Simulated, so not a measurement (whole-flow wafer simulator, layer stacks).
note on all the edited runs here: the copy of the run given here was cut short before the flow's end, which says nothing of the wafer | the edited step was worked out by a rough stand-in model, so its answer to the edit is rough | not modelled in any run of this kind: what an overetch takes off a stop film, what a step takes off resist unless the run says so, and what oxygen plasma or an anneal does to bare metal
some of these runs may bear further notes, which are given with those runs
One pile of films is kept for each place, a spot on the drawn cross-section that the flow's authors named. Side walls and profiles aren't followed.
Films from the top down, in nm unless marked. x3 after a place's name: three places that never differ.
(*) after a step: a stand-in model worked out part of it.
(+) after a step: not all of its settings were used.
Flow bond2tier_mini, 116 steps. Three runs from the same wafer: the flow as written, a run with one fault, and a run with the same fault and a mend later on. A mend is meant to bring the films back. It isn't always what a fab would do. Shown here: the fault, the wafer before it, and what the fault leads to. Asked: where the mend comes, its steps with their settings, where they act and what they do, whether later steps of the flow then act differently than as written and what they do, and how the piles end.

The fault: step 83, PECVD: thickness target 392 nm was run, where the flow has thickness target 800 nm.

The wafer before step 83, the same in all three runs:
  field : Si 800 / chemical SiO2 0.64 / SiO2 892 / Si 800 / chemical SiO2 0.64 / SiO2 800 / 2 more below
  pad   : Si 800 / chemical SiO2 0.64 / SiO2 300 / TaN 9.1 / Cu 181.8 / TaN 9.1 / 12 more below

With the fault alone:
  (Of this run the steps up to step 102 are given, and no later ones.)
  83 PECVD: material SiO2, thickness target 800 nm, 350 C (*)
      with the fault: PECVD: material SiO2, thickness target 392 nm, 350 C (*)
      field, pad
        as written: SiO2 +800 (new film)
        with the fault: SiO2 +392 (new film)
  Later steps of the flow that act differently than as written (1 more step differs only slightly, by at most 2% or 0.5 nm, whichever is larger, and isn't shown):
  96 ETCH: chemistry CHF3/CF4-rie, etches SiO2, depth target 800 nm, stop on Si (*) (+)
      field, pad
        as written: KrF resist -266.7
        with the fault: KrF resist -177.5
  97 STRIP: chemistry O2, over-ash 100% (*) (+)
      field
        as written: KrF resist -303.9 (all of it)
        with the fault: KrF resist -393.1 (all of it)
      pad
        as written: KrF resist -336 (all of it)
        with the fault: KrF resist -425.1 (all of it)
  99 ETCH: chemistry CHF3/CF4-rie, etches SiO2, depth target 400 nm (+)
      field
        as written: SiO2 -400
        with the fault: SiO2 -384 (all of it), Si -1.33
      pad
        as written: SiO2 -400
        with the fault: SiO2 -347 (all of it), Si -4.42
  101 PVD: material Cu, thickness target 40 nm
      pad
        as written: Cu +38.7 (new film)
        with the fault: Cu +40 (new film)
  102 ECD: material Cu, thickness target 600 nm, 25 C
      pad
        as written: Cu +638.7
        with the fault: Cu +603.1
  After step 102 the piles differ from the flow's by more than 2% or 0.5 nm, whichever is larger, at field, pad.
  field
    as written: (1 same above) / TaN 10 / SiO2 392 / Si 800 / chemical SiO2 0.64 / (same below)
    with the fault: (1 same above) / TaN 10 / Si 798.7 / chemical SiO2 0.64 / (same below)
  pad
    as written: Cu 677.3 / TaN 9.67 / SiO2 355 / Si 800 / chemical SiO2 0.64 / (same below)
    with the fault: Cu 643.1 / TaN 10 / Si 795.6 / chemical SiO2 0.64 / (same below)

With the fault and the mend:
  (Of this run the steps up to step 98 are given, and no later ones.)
  The mend comes after step 88.
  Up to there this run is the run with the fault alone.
  88a STRIP: chemistry O2, over-ash 100% (+)
      field
        KrF resist -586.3 (all of it)
  88b PECVD: material SiO2, thickness target 408 nm, 350 C (*) (the flow's step 83 once more, with other settings)
      field, pad
        SiO2 +408
  88c COAT: KrF resist, thickness 600 nm (the flow's step 84 once more)
      field, pad
        KrF resist +600 (new film)
  88d SOFTBAKE: KrF resist (the flow's step 85 once more)
      changes no film at any place that is followed
  88e EXPOSE: photomask T3TRIM, NA 0.6 (the flow's step 86 once more)
      changes no film at any place that is followed
  88f PEB: KrF resist (the flow's step 87 once more)
      changes no film at any place that is followed
  88g DEVELOP: developer TMAH-0.26N, 60 s (the flow's step 88 once more)
      field
        KrF resist -13.7
      pad
        KrF resist -600 (all of it)
  No later step of the flow up to step 98 acts differently than as written at any place that is followed.
  After step 98 the piles are the same as the flow's at every place that both follow.
